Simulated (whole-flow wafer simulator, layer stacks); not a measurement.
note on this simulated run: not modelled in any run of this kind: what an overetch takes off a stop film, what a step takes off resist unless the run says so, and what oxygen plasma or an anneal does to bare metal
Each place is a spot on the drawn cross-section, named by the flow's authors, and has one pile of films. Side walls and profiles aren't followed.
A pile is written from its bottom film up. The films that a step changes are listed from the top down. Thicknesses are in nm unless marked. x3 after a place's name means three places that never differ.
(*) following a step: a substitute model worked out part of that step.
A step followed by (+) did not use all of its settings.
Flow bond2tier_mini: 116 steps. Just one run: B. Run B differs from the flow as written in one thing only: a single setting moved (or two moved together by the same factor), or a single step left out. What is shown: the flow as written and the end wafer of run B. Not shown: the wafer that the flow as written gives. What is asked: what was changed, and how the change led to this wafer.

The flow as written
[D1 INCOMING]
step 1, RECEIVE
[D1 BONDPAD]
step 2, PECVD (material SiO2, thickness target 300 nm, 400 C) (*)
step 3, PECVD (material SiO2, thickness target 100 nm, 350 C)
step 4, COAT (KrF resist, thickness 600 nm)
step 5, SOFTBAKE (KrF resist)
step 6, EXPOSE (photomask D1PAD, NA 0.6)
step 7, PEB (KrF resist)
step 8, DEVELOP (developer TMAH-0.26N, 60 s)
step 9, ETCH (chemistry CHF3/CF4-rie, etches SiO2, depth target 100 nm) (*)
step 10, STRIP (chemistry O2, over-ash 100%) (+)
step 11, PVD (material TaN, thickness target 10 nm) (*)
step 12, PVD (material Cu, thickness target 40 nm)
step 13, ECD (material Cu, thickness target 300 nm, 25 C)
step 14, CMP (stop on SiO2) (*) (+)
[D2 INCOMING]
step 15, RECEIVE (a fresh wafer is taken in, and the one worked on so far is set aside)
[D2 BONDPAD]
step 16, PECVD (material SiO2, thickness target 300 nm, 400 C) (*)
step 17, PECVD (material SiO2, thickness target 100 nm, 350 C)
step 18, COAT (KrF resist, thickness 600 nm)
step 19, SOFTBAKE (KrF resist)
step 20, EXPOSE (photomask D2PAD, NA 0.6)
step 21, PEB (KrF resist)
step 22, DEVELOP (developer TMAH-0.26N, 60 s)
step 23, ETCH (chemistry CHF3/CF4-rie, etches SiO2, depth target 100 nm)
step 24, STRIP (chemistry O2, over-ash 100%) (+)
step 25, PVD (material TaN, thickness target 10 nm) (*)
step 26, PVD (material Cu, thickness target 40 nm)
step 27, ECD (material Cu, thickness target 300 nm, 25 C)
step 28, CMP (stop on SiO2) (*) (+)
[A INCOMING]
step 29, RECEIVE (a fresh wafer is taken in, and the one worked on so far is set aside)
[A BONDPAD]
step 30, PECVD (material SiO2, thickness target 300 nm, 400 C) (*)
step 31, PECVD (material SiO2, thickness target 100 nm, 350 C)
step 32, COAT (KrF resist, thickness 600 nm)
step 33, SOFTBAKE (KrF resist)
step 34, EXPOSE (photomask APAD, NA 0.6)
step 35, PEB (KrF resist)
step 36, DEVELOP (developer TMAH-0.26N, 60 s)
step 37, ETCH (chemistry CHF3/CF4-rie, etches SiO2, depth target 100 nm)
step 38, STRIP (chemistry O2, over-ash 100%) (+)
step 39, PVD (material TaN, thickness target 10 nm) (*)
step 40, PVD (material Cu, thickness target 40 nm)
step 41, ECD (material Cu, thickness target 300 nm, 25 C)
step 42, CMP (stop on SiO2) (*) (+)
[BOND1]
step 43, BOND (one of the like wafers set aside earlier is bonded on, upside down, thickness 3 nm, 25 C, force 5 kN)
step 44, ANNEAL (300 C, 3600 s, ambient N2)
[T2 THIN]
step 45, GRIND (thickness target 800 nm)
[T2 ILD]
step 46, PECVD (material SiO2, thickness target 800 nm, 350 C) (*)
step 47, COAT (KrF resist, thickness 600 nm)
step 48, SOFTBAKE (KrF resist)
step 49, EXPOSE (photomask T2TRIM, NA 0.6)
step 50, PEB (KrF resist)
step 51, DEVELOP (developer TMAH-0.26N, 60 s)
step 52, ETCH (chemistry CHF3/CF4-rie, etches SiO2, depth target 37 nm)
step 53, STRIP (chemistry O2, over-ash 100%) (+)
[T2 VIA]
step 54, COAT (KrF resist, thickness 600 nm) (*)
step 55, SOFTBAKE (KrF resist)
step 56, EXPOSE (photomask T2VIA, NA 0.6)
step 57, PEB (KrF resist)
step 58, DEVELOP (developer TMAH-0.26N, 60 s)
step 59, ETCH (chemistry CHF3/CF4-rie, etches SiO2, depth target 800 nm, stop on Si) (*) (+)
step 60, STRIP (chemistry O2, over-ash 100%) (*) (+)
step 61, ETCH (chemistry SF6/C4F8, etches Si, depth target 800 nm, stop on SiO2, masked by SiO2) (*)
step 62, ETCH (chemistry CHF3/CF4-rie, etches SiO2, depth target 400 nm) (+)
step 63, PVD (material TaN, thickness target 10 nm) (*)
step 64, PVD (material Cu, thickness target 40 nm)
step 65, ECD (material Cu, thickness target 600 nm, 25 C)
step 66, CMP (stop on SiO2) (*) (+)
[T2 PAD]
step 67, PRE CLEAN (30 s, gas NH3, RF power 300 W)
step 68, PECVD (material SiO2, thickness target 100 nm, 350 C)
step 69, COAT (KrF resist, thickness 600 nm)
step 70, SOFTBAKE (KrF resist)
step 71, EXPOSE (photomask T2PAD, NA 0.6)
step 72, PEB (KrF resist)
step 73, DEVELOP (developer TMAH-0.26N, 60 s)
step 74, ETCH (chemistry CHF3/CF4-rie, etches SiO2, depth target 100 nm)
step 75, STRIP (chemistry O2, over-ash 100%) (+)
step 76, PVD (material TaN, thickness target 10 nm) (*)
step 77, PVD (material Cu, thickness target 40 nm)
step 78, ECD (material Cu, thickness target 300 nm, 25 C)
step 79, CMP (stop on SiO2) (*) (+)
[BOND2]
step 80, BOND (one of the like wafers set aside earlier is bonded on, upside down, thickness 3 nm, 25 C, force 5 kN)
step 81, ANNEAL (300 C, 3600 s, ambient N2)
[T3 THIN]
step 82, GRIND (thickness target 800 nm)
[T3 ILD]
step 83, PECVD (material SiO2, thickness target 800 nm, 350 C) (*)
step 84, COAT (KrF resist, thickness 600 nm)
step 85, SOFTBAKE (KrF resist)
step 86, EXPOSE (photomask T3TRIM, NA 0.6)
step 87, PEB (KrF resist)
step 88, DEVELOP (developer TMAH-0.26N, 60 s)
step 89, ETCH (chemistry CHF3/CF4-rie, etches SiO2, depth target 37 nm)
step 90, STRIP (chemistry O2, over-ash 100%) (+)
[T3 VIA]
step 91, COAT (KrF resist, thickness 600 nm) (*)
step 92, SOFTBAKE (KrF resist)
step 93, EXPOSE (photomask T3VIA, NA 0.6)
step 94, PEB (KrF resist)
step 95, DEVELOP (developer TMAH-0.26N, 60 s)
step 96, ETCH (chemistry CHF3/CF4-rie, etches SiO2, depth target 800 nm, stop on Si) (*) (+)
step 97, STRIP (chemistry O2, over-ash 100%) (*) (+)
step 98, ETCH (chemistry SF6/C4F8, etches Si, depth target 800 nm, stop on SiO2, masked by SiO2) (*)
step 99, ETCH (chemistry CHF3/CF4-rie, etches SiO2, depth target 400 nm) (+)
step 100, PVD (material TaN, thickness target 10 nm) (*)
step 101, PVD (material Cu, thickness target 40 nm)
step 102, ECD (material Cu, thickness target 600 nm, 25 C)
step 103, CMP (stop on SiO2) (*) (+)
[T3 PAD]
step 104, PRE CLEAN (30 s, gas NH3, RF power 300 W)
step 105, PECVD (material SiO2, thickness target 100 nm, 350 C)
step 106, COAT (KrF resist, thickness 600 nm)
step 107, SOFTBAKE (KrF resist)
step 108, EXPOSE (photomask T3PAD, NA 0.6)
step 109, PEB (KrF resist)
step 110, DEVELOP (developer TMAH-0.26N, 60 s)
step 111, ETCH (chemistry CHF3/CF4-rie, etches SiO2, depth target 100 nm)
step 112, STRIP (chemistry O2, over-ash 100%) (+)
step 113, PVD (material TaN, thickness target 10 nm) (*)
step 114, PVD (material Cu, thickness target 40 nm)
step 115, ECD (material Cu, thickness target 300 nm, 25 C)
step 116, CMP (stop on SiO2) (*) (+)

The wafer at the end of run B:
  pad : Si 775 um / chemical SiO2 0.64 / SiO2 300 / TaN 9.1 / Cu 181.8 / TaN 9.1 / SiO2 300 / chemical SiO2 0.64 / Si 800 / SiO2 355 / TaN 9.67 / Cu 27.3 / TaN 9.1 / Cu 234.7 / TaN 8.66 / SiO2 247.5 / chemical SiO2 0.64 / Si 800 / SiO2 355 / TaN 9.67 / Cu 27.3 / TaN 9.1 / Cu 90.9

What caused this: step 23, ETCH: depth target 152.5 nm was run, while the flow as written has depth target 100 nm.

How this came from the change, step by step:
  step 23, ETCH (chemistry CHF3/CF4-rie, etches SiO2, depth target 100 nm)
      pad, via: SiO2 loses 152.5 (in the flow as written it would be: SiO2 loses 100)
      field: KrF resist loses 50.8 (in the flow as written it would be: KrF resist loses 33.3)
  step 24, STRIP (chemistry O2, over-ash 100%) (+)
      field: KrF resist loses 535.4 (all of it) (in the flow as written it would be: KrF resist loses 552.9 (all of it))
  step 26, PVD (material Cu, thickness target 40 nm)
      pad: Cu gains 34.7 (new film) (in the flow as written it would be: Cu gains 36.4 (new film))
  step 27, ECD (material Cu, thickness target 300 nm, 25 C)
      pad: Cu gains 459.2 (in the flow as written it would be: Cu gains 404.5)
      via: Cu gains 453 (in the flow as written it would be: Cu gains 400.2)
  step 80, BOND (one of the like wafers set aside earlier is bonded on, upside down, thickness 3 nm, 25 C, force 5 kN)
      pad: Si gains 775 um (new film), chemical SiO2 gains 0.64 (new film), SiO2 gains 247.5 (new film), TaN gains 8.66 (new film), Cu gains 143.8 (in the flow as written it would be: Si gains 775 um (new film), chemical SiO2 gains 0.64 (new film), SiO2 gains 300 (new film), TaN gains 9.1 (new film), Cu gains 90.9)
